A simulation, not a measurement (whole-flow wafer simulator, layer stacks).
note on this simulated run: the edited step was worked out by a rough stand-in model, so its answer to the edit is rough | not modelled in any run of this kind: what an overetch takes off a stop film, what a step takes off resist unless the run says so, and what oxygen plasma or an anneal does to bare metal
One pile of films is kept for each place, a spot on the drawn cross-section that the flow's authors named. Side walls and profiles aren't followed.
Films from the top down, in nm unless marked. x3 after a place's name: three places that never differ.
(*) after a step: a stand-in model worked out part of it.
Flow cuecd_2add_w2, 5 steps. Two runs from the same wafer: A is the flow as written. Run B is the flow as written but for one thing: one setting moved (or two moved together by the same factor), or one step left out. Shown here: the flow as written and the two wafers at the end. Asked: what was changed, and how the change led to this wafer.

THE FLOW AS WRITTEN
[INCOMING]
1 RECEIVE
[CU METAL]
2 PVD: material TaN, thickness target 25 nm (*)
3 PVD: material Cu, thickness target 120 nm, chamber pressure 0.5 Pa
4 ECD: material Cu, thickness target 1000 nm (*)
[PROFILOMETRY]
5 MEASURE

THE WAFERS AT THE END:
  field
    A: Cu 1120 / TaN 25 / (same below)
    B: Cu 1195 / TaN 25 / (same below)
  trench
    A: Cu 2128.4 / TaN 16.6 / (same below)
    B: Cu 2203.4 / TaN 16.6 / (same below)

The cause: step 4, ECD: thickness target 1075 nm was run, where the flow has thickness target 1000 nm.

How the change led to this, step by step:
  4 ECD: material Cu, thickness target 1000 nm (*)
      field: A Cu +1000 | B Cu +1075
      trench: A Cu +2047.6 | B Cu +2122.6
